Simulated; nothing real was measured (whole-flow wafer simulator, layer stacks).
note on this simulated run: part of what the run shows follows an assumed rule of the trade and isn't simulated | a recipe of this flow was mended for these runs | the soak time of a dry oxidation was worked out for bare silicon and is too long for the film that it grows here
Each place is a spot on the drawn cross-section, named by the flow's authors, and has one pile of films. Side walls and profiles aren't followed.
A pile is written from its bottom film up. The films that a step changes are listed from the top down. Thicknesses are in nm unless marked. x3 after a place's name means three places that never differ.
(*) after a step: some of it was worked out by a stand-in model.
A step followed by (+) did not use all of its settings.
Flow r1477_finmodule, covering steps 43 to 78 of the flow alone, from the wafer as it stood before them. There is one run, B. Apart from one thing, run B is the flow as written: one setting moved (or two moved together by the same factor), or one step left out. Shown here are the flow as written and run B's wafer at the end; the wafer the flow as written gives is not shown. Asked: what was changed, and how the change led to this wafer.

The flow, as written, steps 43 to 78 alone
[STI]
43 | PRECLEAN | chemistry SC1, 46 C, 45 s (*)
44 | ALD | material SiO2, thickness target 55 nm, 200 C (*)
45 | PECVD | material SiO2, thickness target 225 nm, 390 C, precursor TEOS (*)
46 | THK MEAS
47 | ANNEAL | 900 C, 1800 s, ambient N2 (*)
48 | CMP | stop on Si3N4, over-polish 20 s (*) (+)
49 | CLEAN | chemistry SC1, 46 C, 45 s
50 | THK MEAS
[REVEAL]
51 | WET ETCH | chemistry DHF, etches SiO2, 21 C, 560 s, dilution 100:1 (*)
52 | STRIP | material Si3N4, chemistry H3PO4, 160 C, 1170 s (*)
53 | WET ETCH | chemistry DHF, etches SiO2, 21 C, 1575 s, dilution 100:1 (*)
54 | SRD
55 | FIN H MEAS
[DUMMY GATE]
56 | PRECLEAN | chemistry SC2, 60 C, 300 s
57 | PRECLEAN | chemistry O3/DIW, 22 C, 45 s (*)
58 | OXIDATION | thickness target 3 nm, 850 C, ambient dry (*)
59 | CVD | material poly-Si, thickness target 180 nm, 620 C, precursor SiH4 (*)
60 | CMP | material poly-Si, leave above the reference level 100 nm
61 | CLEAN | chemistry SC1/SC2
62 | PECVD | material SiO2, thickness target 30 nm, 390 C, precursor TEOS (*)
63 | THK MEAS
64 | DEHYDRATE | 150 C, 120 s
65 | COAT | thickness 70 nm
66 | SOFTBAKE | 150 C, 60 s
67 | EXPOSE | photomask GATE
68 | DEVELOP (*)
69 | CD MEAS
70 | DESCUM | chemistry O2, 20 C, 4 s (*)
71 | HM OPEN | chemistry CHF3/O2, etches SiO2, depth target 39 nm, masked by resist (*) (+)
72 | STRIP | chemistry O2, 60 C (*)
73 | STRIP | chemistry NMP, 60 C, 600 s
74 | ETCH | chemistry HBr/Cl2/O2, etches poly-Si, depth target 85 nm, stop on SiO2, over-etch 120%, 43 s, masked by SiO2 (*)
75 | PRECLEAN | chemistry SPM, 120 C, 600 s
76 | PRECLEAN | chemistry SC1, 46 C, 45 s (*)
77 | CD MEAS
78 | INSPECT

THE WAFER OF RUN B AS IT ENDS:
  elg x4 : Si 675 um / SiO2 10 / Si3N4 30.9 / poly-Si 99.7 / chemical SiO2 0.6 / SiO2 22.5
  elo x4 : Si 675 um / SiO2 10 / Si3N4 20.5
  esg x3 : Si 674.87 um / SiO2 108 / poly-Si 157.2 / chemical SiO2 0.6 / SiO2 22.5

What caused this: step 51, WET ETCH: chemistry DHF, etches SiO2, 21 C, 560 s, dilution 100:1 (*), was omitted.

The path from the change to this, step by step:
  52 | STRIP | material Si3N4, chemistry H3PO4, 160 C, 1170 s (*)
      elg x4, elo x4: SiO2 loses 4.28 (as written it would have been: Si3N4 loses 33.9 (all of it), SiO2 loses 2.15)
      s40sg_line x3, s40so_line x3: Si3N4 loses 56.6 (all of it), SiO2 loses 1.44 (as written it would have been: Si3N4 loses 55.1 (all of it), SiO2 loses 1.49)
  53 | WET ETCH | chemistry DHF, etches SiO2, 21 C, 1575 s, dilution 100:1 (*)
      elg x4, elo x4: SiO2 loses 18 (all of it), Si3N4 loses 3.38 (as written it would have been: SiO2 loses 7.85 (all of it))
  57 | PRECLEAN | chemistry O3/DIW, 22 C, 45 s (*)
      elg x4, elo x4: nothing (as written it would have been: chemical SiO2 gains 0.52, Si loses 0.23)
  58 | OXIDATION | thickness target 3 nm, 850 C, ambient dry (*)
      elg x4, elo x4: nothing (as written it would have been: SiO2 gains 3 (new film), chemical SiO2 loses 0.85 (all of it), Si loses 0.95)
  59 | CVD | material poly-Si, thickness target 180 nm, 620 C, precursor SiH4 (*)
      esg x3, eso x3: poly-Si gains 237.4 (new film) (as written it would have been: poly-Si gains 226.3 (new film))
      s40cg, s50sg, s40co, s50so: poly-Si gains 197.1 (new film) (as written it would have been: poly-Si gains 226.3 (new film))
      (also at 10 further places)
  60 | CMP | material poly-Si, leave above the reference level 100 nm
      s40sg_line x3, s40so_line x3: poly-Si loses 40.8 (as written it would have been: poly-Si loses 80)
      s40cg, s50sg, s40co, s50so: poly-Si loses 39.7 (as written it would have been: poly-Si loses 80)
      (also at 12 further places)
  74 | ETCH | chemistry HBr/Cl2/O2, etches poly-Si, depth target 85 nm, stop on SiO2, over-etch 120%, 43 s, masked by SiO2 (*)
      elo x4: chemical SiO2 loses 1.12 (all of it), poly-Si loses 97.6 (all of it), Si3N4 loses 10.4 (as written it would have been: chemical SiO2 loses 1.12 (all of it), poly-Si loses 97.6 (all of it), SiO2 loses 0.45)
      eso x3, e200so, s40co, s40so, s45co, s45so, s50co, s50so: chemical SiO2 loses 1.12 (all of it), poly-Si loses 155 (all of it), SiO2 loses 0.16 (as written it would have been: chemical SiO2 loses 1.12 (all of it), poly-Si loses 143.9 (all of it), SiO2 loses 0.22)
      (also at 4 further places)
